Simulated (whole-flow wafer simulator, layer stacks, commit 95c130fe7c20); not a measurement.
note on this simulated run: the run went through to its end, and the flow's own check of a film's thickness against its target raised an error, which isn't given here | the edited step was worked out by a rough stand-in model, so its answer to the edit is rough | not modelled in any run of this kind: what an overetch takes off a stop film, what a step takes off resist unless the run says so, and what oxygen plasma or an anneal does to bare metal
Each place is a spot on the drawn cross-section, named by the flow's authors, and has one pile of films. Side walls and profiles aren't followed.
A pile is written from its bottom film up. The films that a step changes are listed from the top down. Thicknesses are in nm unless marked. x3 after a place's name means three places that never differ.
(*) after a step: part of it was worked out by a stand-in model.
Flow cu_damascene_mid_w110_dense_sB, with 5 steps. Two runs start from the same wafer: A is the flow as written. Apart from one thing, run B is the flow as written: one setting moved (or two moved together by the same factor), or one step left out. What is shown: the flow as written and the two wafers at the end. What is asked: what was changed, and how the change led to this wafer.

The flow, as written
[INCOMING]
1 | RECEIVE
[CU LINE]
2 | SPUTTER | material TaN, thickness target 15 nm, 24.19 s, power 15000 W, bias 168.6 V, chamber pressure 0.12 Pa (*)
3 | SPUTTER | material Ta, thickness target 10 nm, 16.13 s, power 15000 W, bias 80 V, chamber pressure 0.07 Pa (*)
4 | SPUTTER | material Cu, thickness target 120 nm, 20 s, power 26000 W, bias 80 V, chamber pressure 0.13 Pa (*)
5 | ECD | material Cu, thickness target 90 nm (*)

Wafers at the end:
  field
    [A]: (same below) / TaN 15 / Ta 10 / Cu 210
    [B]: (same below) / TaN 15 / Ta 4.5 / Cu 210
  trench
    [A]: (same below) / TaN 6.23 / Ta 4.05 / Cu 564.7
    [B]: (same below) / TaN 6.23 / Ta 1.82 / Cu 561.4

The reason: step 3, SPUTTER: thickness target 4.5 nm was run, while the flow as written has thickness target 10 nm; step 3, SPUTTER: 7.26 s was run, where the flow has 16.13 s.
One can read it off the wafer: field has Ta 4.5, and step 3 as written asks for 10 nm.

How this came from the change, step by step:
  3 | SPUTTER | material Ta, thickness target 10 nm, 16.13 s, power 15000 W, bias 80 V, chamber pressure 0.07 Pa (*)
      field: A Ta gains 10 (new film) | B Ta gains 4.5 (new film)
      trench: A Ta gains 4.05 (new film) | B Ta gains 1.82 (new film)
